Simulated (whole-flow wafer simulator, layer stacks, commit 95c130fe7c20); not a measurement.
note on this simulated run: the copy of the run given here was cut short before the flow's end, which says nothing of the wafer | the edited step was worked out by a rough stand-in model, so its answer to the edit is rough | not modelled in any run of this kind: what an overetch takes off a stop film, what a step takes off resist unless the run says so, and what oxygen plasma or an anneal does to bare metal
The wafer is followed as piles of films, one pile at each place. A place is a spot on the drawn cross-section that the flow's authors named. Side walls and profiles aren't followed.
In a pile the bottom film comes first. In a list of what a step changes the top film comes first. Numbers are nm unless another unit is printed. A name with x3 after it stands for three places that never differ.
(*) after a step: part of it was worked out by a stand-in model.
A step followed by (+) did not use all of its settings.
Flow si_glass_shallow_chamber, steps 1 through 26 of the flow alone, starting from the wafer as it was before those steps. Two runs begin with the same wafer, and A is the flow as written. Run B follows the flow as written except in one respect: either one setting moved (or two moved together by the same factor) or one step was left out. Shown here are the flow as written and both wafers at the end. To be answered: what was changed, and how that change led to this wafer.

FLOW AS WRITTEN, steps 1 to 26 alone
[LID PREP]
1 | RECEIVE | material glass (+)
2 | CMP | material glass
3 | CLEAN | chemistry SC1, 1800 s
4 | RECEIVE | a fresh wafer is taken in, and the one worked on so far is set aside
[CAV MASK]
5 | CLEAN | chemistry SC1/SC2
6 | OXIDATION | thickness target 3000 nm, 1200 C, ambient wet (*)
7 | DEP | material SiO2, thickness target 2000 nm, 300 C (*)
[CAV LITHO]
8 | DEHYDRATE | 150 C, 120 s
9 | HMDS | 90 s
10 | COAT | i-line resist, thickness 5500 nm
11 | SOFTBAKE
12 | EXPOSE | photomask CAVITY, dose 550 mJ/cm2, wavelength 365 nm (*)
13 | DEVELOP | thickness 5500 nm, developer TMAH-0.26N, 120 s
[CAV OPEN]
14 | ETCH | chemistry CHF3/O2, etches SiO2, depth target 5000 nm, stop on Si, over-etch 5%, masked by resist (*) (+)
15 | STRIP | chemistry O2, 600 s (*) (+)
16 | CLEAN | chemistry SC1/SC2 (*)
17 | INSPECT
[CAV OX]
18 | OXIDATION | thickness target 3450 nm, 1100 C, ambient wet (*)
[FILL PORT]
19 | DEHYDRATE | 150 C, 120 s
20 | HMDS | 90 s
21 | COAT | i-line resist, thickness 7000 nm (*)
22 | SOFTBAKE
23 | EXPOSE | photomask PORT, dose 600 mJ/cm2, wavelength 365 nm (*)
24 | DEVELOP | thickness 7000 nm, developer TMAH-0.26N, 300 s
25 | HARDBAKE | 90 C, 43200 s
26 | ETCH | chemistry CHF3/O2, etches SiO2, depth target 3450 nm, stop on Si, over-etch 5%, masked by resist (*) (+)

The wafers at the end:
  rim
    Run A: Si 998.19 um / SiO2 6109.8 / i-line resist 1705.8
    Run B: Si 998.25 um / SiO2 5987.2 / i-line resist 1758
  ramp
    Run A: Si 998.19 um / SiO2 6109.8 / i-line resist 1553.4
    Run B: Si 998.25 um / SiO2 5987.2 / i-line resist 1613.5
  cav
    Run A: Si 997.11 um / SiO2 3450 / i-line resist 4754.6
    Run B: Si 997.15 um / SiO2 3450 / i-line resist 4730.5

Cause: step 6, OXIDATION: thickness target 2850 nm was run, though the flow has thickness target 3000 nm.

How this came from the change, step by step:
  6 | OXIDATION | thickness target 3000 nm, 1200 C, ambient wet (*)
      rim, ramp, cav, port, septum, ring: A SiO2 gains 3000 (new film), chemical SiO2 loses 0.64 (all of it), Si loses 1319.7 | B SiO2 gains 2850 (new film), chemical SiO2 loses 0.64 (all of it), Si loses 1253.7
  14 | ETCH | chemistry CHF3/O2, etches SiO2, depth target 5000 nm, stop on Si, over-etch 5%, masked by resist (*) (+)
      rim, ramp, septum, ring: A i-line resist loses 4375 | B i-line resist loses 4243.8
      cav, port: A SiO2 loses 5000 (all of it), Si loses 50 | B SiO2 loses 4850 (all of it), Si loses 80
  15 | STRIP | chemistry O2, 600 s (*) (+)
      rim, ramp, septum, ring: A i-line resist loses 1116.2 (all of it) | B i-line resist loses 1247.4 (all of it)
  18 | OXIDATION | thickness target 3450 nm, 1100 C, ambient wet (*)
      rim, ramp, septum, ring: A SiO2 gains 1109.8, Si loses 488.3 | B SiO2 gains 1137.2, Si loses 500.4
  22 | SOFTBAKE
      rim: A i-line resist loses 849 | B i-line resist loses 830.9
      ramp: A i-line resist loses 434.5 | B i-line resist loses 422
      (as well as at 1 more place)
  25 | HARDBAKE | 90 C, 43200 s
      rim: A i-line resist loses 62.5 | B i-line resist loses 64.4
      ramp: A i-line resist loses 57.1 | B i-line resist loses 59.2
